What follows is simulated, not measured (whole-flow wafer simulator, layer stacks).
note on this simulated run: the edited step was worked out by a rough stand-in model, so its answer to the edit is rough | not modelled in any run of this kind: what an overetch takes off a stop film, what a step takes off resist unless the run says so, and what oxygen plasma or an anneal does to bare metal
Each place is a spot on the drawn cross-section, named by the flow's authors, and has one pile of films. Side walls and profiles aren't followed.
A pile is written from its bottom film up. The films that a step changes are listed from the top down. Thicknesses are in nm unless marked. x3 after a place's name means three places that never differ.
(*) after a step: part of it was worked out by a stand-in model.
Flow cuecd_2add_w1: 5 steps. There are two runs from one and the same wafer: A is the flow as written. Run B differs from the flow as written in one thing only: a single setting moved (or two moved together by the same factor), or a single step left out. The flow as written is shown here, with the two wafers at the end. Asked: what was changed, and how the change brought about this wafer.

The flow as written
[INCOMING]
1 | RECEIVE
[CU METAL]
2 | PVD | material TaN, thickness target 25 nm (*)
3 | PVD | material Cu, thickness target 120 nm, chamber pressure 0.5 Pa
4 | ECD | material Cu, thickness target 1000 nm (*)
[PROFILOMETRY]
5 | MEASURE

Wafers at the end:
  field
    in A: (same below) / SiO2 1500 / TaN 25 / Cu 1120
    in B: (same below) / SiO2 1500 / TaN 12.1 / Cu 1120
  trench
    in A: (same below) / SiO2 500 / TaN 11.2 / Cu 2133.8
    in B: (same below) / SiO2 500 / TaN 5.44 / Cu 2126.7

Cause: step 2, PVD: thickness target 12.1 nm was run, though the flow has thickness target 25 nm.
The wafer lets one read it off: field has TaN 12.1, and step 2 as written asks for 25 nm.

The path from the change to this, step by step:
  2 | PVD | material TaN, thickness target 25 nm (*)
      field: A TaN gains 25 (new film) | B TaN gains 12.1 (new film)
      trench: A TaN gains 11.2 (new film) | B TaN gains 5.44 (new film)
